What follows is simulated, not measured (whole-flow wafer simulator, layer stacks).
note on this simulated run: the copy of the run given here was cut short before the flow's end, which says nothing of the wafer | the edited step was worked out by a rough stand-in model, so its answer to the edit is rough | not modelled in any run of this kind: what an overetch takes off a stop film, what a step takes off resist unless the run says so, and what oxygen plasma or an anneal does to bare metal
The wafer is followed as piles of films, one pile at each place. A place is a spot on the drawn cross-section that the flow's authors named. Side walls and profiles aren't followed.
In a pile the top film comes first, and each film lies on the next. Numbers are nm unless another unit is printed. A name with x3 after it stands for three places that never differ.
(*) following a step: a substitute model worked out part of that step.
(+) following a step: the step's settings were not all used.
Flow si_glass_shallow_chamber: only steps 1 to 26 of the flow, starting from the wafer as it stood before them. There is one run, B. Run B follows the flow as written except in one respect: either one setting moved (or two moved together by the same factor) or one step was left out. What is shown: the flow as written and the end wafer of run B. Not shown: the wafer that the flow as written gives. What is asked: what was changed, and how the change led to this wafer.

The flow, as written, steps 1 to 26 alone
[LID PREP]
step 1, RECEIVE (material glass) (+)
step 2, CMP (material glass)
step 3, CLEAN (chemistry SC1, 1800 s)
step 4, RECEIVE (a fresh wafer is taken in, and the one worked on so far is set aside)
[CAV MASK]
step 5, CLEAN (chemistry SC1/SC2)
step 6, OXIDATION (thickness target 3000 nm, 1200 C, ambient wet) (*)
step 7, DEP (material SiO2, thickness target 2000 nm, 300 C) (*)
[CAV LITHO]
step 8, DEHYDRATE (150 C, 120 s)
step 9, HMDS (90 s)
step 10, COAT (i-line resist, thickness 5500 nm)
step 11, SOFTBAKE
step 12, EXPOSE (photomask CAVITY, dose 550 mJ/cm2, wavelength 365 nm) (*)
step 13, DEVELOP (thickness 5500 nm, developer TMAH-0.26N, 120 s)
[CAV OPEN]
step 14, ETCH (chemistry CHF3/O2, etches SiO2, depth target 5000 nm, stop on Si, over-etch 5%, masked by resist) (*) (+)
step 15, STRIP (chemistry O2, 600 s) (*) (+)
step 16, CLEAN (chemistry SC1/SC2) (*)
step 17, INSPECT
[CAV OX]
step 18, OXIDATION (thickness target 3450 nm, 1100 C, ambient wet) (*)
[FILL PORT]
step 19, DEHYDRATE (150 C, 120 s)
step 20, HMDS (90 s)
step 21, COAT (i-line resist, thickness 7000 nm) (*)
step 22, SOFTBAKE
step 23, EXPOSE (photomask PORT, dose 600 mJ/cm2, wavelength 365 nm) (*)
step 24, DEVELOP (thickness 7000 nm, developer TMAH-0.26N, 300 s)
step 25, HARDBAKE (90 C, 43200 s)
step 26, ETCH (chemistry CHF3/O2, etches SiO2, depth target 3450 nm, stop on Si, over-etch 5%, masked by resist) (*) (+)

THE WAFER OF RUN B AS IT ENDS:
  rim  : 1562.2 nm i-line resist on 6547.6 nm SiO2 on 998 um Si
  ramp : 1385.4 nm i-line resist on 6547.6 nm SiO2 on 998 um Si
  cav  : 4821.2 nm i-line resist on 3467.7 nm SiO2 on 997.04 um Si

The reason: step 6, OXIDATION: thickness target 3525 nm was run, though the flow has thickness target 3000 nm.

How this came from the change, step by step:
  step 6, OXIDATION (thickness target 3000 nm, 1200 C, ambient wet) (*)
      rim, ramp, cav, port, septum, ring: +3525 SiO2 (new film), -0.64 chemical SiO2 (all of it), -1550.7 Si (it would be, as written: +3000 SiO2 (new film), -0.64 chemical SiO2 (all of it), -1319.7 Si)
  step 14, ETCH (chemistry CHF3/O2, etches SiO2, depth target 5000 nm, stop on Si, over-etch 5%, masked by resist) (*) (+)
      cav, port: -5250 SiO2 (it would be, as written: -5000 SiO2 (all of it), -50 Si)
  step 15, STRIP (chemistry O2, 600 s) (*) (+)
      cav, port: nothing (it would be, as written: +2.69 chemical SiO2 (new film), -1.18 Si)
  step 18, OXIDATION (thickness target 3450 nm, 1100 C, ambient wet) (*)
      cav, port: +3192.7 SiO2, -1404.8 Si (it would be, as written: +3450 SiO2 (new film), -2.69 chemical SiO2 (all of it), -1516.8 Si)
      rim, ramp, septum, ring: +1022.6 SiO2, -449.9 Si (it would be, as written: +1109.8 SiO2, -488.3 Si)
  step 21, COAT (i-line resist, thickness 7000 nm) (*)
      ramp: +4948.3 i-line resist (new film) (it would be, as written: +5087.8 i-line resist (new film))
  step 22, SOFTBAKE
      rim: -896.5 i-line resist (it would be, as written: -849 i-line resist)
      ramp: -468.8 i-line resist (it would be, as written: -434.5 i-line resist)
      (and at 3 other places as well)
  step 25, HARDBAKE (90 C, 43200 s)
      rim: -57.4 i-line resist (it would be, as written: -62.5 i-line resist)
      ramp: -51.4 i-line resist (it would be, as written: -57.1 i-line resist)
  step 26, ETCH (chemistry CHF3/O2, etches SiO2, depth target 3450 nm, stop on Si, over-etch 5%, masked by resist) (*) (+)
      port: -3467.7 SiO2 (all of it), -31 Si (it would be, as written: -3450 SiO2 (all of it), -34.5 Si)
